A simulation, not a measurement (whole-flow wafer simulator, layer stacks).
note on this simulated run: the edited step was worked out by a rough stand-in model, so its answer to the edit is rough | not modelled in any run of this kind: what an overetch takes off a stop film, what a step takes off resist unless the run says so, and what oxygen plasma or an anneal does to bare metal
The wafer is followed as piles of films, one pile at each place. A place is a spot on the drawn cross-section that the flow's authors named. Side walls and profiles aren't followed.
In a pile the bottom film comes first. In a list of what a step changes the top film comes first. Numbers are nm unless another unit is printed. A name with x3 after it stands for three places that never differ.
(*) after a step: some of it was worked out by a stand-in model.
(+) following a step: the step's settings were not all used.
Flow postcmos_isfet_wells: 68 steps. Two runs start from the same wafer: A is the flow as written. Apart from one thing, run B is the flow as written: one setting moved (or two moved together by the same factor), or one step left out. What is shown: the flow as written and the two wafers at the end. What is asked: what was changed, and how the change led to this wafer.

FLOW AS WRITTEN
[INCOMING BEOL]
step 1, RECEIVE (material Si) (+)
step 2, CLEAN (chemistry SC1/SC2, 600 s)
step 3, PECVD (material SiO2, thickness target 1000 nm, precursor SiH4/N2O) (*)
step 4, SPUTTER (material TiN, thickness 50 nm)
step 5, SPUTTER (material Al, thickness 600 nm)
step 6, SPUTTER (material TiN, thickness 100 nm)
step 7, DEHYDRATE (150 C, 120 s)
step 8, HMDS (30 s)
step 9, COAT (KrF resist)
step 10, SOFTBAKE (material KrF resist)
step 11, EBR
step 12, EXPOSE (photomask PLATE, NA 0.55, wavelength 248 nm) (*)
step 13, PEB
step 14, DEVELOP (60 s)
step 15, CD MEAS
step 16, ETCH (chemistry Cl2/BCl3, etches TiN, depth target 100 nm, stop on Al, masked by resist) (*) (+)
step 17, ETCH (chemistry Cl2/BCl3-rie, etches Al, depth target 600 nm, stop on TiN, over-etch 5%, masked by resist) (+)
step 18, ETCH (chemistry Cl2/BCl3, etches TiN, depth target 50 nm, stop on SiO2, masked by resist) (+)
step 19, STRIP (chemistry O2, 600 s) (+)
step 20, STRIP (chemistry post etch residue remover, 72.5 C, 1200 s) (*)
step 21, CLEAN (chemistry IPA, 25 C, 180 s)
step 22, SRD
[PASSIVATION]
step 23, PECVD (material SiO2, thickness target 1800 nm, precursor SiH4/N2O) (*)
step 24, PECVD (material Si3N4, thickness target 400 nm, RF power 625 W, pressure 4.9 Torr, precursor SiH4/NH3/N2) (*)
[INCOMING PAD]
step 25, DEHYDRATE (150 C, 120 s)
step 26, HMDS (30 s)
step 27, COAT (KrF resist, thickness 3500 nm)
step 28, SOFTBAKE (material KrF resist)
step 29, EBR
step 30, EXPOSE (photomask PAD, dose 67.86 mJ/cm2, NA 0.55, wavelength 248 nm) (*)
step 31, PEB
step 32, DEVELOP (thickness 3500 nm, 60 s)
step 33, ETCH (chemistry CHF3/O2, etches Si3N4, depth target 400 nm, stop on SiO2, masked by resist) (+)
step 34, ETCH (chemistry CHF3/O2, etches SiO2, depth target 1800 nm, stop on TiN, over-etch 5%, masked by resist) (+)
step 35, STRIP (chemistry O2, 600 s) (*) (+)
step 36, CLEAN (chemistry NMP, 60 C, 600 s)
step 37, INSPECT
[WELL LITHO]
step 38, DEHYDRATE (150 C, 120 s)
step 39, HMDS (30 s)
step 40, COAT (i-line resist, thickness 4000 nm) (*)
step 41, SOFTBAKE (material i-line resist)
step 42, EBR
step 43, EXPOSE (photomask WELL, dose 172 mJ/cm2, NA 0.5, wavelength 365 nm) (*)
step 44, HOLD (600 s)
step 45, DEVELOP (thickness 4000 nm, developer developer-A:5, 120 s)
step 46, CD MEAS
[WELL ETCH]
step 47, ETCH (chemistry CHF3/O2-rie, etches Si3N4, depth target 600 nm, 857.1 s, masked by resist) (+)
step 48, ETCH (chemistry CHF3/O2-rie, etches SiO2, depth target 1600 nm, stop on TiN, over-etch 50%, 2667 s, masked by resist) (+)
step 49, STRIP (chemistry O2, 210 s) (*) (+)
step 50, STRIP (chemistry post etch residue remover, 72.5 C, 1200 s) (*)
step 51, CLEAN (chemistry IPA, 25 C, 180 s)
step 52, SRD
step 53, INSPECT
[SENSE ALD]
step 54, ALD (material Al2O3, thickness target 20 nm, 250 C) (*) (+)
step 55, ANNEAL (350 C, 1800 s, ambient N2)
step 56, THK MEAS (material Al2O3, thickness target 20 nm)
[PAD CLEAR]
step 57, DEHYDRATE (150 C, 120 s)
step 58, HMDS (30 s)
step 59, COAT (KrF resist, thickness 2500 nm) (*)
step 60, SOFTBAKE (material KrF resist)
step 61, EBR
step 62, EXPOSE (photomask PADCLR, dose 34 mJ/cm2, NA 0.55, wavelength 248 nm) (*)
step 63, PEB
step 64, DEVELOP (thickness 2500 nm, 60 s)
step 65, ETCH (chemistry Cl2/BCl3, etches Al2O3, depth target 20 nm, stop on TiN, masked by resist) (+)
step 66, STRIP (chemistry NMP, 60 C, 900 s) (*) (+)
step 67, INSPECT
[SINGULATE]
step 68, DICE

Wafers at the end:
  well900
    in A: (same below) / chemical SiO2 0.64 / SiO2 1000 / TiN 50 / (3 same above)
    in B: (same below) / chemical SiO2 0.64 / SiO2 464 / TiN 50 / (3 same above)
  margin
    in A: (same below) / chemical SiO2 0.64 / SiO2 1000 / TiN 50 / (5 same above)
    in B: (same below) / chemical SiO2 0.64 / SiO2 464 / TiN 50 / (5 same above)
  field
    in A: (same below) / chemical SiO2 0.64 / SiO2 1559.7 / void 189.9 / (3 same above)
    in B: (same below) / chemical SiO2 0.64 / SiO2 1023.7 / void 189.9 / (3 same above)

Cause: step 3, PECVD: thickness target 464 nm was run, whereas the flow has thickness target 1000 nm.
One can read it off the wafer: well900 has SiO2 464, and step 3 as written asks for 1000 nm.

How this came from the change, step by step:
  step 3, PECVD (material SiO2, thickness target 1000 nm, precursor SiH4/N2O) (*)
      field, margin, well900, well1300 x3, pad_rim, pad_clr, pad_open: A SiO2 gains 1000 (new film) | B SiO2 gains 464 (new film)
